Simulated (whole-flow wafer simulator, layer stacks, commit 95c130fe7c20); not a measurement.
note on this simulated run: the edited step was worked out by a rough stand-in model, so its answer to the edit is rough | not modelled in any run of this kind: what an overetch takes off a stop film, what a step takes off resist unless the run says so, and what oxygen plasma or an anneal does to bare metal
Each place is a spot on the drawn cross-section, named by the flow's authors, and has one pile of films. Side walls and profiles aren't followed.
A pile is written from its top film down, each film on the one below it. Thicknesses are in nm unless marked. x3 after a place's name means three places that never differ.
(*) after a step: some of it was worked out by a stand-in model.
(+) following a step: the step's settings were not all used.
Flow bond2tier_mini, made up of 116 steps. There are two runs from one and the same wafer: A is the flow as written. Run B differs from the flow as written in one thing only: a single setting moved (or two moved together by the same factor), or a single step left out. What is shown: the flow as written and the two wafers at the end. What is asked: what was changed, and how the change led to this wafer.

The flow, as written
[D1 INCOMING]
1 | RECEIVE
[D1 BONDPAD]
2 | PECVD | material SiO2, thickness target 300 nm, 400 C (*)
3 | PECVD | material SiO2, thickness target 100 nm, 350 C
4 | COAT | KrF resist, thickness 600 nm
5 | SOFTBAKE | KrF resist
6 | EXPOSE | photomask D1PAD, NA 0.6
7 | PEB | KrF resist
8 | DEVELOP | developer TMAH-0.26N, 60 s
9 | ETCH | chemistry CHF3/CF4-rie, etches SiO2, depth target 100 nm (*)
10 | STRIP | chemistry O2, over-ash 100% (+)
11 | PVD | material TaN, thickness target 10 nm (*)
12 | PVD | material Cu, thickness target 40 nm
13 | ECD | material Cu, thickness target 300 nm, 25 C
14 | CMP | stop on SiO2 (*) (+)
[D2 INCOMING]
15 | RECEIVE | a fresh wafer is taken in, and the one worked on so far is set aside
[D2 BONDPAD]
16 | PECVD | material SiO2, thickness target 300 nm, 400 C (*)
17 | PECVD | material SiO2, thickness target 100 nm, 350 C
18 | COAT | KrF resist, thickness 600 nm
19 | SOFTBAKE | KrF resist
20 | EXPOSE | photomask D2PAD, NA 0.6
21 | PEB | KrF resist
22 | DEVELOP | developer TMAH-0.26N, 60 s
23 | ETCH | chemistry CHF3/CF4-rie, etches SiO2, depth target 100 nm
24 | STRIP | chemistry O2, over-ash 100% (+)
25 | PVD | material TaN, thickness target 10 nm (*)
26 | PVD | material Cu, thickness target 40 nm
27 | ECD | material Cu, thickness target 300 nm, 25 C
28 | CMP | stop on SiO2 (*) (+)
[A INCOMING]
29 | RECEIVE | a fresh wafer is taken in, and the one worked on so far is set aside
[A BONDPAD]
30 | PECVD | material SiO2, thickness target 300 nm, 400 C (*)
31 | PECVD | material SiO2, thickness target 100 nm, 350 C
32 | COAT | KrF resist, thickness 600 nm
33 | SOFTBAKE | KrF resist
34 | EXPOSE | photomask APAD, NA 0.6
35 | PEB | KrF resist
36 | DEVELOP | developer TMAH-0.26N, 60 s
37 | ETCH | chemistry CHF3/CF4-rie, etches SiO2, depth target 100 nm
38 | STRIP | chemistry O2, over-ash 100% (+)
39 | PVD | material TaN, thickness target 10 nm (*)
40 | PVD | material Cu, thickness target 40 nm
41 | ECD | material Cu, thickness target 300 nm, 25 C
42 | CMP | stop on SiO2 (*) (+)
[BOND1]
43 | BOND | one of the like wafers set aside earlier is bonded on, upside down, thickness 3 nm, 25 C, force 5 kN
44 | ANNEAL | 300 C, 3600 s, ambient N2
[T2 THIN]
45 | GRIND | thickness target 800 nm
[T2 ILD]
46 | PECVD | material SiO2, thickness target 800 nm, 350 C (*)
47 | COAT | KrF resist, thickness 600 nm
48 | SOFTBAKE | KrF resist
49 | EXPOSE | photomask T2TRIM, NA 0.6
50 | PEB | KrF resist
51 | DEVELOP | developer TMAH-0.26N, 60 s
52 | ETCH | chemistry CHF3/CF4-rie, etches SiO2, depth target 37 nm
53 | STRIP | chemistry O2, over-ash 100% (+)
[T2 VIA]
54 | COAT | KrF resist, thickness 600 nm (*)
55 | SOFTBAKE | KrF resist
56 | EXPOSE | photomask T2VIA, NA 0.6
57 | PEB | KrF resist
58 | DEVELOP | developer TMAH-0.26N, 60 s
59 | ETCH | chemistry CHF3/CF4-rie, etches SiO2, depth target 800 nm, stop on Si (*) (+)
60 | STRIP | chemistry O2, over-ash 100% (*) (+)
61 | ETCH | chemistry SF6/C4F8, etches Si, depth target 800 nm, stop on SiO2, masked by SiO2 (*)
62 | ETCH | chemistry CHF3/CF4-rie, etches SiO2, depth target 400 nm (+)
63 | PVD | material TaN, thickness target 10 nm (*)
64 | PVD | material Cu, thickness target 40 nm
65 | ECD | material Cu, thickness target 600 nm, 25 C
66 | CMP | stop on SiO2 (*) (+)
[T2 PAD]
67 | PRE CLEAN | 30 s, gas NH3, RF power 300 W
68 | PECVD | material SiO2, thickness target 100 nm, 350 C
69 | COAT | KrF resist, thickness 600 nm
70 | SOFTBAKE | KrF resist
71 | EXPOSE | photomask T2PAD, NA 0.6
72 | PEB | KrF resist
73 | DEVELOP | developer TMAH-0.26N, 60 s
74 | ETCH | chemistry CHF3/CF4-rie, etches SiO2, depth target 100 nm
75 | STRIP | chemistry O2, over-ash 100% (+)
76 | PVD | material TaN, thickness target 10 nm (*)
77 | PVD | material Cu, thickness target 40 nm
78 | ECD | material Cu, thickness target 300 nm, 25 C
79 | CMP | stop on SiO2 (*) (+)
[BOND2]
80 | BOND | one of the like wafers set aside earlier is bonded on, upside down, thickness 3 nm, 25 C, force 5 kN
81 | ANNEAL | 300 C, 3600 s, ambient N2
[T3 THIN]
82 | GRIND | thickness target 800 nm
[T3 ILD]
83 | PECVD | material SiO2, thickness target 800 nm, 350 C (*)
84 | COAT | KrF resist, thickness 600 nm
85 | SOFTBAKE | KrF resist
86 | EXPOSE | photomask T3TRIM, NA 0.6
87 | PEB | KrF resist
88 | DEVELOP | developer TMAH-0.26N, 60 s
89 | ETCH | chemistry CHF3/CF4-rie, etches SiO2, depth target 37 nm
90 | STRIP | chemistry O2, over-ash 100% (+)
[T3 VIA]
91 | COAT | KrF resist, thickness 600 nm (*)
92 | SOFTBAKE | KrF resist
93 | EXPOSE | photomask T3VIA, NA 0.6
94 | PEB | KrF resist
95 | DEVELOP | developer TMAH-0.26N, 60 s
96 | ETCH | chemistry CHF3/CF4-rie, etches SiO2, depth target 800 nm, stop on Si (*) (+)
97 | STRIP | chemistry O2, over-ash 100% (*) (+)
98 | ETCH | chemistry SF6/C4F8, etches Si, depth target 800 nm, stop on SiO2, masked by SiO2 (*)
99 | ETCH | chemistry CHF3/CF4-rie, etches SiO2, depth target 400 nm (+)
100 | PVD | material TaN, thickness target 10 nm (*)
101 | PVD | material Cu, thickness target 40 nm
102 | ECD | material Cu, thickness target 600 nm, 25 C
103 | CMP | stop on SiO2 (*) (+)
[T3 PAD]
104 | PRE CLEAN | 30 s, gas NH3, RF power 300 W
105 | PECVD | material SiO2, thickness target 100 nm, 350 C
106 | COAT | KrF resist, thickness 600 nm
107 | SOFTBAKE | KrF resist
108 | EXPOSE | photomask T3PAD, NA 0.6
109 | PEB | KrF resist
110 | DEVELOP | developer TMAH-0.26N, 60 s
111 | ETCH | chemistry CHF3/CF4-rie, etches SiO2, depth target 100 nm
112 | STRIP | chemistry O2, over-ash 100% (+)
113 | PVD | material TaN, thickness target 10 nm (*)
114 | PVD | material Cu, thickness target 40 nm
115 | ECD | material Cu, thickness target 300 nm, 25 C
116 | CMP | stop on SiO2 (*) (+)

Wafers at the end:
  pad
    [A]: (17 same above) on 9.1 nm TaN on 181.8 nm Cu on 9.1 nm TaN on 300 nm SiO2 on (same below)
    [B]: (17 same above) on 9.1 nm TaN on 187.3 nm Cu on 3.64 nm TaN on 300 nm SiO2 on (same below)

What caused this: step 39, PVD: thickness target 4 nm was run, while the flow as written has thickness target 10 nm.

Step by step, how the change led to this:
  39 | PVD | material TaN, thickness target 10 nm (*)
      field: A +10 TaN (new film) | B +4 TaN (new film)
      pad: A +9.1 TaN (new film) | B +3.64 TaN (new film)
      (and at 1 other place as well)
  42 | CMP | stop on SiO2 (*) (+)
      field: A -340 Cu (all of it), -10 TaN (all of it) | B -340 Cu (all of it), -4 TaN (all of it)
